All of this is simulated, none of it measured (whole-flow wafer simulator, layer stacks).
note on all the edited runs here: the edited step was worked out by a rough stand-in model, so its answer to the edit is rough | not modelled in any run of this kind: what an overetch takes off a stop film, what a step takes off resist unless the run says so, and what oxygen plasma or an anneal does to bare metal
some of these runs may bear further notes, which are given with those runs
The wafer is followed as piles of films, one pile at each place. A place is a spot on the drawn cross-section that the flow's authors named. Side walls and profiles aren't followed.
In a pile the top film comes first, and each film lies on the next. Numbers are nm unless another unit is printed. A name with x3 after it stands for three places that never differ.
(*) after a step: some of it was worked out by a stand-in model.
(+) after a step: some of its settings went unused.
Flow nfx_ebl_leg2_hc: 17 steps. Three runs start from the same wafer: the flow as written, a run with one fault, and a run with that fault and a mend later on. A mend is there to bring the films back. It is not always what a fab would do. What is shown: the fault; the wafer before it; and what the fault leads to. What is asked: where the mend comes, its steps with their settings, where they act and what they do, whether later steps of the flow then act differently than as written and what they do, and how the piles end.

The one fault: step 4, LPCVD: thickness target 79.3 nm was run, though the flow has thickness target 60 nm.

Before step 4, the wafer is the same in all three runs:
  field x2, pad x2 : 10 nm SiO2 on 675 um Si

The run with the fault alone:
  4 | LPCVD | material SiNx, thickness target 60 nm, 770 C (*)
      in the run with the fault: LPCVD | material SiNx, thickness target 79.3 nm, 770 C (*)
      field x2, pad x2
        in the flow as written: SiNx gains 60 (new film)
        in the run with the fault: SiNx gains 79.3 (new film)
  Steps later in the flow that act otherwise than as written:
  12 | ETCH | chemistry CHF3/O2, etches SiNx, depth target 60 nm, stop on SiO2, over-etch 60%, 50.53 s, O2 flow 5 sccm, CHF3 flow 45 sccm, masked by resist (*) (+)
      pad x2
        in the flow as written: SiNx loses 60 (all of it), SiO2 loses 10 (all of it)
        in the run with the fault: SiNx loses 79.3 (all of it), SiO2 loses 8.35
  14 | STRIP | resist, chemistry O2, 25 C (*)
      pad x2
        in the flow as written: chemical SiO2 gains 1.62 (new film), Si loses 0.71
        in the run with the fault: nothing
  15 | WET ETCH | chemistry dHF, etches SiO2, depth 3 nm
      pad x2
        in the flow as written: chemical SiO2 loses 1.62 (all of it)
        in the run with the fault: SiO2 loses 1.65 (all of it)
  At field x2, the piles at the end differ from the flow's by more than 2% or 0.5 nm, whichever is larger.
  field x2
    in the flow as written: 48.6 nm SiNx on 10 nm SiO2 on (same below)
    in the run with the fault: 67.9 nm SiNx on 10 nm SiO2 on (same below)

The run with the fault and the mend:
  The mend follows step 5.
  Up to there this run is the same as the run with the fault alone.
  5a | ETCH | chemistry h3po4, depth target 19.3 nm
      field x2, pad x2
        SiNx loses 19.3
  Later steps of the flow that are run all act as written at every place that is followed.
  By the end, the piles equal the flow's at every place that both follow.
